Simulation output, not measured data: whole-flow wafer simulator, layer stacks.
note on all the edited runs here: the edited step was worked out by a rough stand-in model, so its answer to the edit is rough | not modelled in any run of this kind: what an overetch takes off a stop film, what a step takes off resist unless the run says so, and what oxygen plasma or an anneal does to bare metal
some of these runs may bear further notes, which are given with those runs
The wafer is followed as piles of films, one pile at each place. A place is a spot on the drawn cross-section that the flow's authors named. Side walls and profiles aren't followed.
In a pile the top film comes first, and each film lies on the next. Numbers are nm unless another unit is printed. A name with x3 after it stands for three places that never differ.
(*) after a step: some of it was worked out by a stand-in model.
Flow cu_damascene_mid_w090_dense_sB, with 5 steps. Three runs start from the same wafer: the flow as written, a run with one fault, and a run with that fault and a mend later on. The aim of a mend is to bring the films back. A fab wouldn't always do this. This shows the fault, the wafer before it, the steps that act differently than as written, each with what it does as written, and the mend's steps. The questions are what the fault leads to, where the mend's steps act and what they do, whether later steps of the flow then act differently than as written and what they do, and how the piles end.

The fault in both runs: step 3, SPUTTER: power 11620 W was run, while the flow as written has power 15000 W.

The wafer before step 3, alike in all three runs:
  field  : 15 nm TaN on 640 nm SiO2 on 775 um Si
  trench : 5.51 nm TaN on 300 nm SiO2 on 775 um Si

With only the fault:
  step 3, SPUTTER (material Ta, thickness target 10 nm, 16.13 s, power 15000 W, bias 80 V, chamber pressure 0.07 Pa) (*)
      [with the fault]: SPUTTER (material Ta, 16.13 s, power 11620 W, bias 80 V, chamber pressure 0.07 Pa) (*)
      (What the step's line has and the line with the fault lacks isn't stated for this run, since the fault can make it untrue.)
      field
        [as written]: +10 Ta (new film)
        [with the fault]: +7.75 Ta (new film)
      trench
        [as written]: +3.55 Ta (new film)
        [with the fault]: +2.59 Ta (new film)
  None of the later steps of the flow differs from how it acts as written, at any place that is followed, by more than 2% or 0.5 nm, whichever is larger.
  At field, trench, the piles at the end differ from the flow's by more than 2% or 0.5 nm, whichever is larger.
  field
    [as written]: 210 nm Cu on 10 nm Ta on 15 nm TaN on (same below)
    [with the fault]: 210 nm Cu on 7.75 nm Ta on 15 nm TaN on (same below)
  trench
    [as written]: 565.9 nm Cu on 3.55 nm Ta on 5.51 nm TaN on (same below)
    [with the fault]: 564.6 nm Cu on 2.59 nm Ta on 5.51 nm TaN on (same below)

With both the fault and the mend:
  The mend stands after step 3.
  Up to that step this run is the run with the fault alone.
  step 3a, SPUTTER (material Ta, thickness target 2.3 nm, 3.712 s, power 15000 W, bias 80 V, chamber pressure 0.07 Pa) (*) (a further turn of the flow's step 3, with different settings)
      field
        +2.3 Ta
      trench
        +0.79 Ta
  None of the later steps of the flow differs from how it acts as written, at any place that is followed, by more than 2% or 0.5 nm, whichever is larger.
  When the end is reached, the piles differ only a little from the flow's at the places that both follow, at most by 2% or 0.5 nm, whichever is larger.
